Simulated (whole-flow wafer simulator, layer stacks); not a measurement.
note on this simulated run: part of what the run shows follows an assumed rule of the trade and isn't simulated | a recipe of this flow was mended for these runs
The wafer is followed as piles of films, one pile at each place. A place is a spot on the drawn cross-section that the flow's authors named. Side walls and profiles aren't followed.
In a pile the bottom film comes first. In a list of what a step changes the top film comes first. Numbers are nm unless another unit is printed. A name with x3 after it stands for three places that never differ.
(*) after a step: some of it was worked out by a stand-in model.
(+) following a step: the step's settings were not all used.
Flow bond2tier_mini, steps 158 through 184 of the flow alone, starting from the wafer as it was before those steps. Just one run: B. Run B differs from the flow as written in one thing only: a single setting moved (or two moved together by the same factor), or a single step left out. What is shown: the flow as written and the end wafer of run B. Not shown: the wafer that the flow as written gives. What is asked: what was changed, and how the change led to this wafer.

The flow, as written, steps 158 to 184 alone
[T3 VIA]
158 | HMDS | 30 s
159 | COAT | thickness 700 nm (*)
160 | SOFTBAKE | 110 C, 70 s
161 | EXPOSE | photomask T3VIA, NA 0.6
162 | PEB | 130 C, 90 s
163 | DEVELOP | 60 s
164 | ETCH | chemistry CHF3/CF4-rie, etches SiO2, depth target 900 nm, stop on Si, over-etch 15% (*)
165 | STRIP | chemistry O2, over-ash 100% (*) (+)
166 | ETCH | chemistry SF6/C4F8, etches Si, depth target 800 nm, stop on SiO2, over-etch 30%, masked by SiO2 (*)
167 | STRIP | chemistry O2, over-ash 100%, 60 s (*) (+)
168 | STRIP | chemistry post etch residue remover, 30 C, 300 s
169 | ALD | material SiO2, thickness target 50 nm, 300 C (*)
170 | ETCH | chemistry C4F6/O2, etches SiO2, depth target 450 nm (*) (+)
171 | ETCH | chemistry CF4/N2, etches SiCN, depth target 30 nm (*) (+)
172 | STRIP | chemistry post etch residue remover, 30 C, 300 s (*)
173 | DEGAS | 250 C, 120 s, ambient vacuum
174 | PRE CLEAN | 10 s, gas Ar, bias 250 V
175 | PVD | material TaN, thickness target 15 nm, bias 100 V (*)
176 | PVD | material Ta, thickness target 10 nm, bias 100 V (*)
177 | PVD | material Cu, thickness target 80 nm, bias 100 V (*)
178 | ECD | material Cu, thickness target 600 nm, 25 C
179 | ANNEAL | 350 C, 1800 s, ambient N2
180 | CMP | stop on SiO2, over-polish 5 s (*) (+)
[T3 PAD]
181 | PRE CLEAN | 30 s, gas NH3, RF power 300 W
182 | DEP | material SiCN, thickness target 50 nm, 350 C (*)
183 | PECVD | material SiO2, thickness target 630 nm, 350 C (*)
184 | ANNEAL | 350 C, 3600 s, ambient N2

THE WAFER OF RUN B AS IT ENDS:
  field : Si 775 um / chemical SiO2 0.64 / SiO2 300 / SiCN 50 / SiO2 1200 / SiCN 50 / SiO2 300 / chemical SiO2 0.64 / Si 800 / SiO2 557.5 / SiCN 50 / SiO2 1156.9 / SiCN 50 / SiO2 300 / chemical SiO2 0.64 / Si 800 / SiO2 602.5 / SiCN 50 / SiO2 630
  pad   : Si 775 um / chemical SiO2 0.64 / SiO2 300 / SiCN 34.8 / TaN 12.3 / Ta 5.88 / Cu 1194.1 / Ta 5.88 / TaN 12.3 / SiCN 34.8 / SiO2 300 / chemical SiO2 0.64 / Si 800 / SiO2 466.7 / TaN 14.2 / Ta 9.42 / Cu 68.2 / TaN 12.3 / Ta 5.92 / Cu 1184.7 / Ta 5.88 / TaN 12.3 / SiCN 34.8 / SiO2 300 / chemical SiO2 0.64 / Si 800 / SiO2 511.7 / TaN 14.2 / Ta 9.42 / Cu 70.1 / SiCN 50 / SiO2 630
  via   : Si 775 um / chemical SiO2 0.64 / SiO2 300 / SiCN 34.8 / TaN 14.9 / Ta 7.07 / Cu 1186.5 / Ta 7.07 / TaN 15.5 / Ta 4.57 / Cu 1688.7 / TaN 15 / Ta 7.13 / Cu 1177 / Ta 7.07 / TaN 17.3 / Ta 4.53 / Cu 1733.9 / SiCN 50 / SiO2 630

The reason: step 170, ETCH: depth target 405 nm was run, whereas the flow has depth target 450 nm.

How this came from the change, step by step:
  170 | ETCH | chemistry C4F6/O2, etches SiO2, depth target 450 nm (*) (+)
      field, pad: SiO2 loses 405 (as written it would have been: SiO2 loses 450)
      via: SiO2 loses 348.1 (all of it), SiCN loses 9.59 (as written it would have been: SiO2 loses 348.1 (all of it), SiCN loses 17.2)
  171 | ETCH | chemistry CF4/N2, etches SiCN, depth target 30 nm (*) (+)
      via: SiCN loses 25.2 (all of it), TaN loses 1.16 (as written it would have been: SiCN loses 17.6 (all of it), TaN loses 3.01)
